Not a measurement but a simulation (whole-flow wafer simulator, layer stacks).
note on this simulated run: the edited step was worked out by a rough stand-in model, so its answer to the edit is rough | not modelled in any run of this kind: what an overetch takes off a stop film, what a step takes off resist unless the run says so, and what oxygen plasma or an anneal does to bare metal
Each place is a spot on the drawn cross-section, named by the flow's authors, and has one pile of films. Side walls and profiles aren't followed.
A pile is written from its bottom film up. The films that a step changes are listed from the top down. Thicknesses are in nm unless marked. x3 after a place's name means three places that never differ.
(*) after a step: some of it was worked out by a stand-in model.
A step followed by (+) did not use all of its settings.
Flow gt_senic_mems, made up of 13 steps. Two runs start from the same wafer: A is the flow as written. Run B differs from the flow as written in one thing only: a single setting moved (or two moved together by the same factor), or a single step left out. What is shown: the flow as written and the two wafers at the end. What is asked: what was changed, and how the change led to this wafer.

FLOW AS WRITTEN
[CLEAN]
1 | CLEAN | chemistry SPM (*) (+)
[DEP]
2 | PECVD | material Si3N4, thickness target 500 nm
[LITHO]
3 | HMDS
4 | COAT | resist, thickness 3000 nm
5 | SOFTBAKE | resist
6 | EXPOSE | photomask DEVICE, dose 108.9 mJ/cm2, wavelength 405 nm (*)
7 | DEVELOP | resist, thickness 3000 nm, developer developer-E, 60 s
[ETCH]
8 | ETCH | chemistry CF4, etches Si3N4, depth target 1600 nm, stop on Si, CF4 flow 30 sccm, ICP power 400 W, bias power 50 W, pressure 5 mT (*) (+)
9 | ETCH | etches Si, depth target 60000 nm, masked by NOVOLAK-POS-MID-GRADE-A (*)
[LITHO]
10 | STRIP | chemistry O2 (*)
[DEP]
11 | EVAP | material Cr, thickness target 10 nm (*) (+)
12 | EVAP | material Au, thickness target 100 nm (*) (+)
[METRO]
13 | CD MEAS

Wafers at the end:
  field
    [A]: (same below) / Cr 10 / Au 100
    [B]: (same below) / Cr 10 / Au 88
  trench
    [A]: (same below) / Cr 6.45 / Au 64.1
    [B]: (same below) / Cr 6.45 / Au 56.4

What caused this: step 12, EVAP: thickness target 88 nm was run, while the flow as written has thickness target 100 nm.
The wafer lets one read it off: field has Au 88, and step 12 as written asks for 100 nm.

How this came from the change, step by step:
  12 | EVAP | material Au, thickness target 100 nm (*) (+)
      field: A Au gains 100 (new film) | B Au gains 88 (new film)
      trench: A Au gains 64.1 (new film) | B Au gains 56.4 (new film)
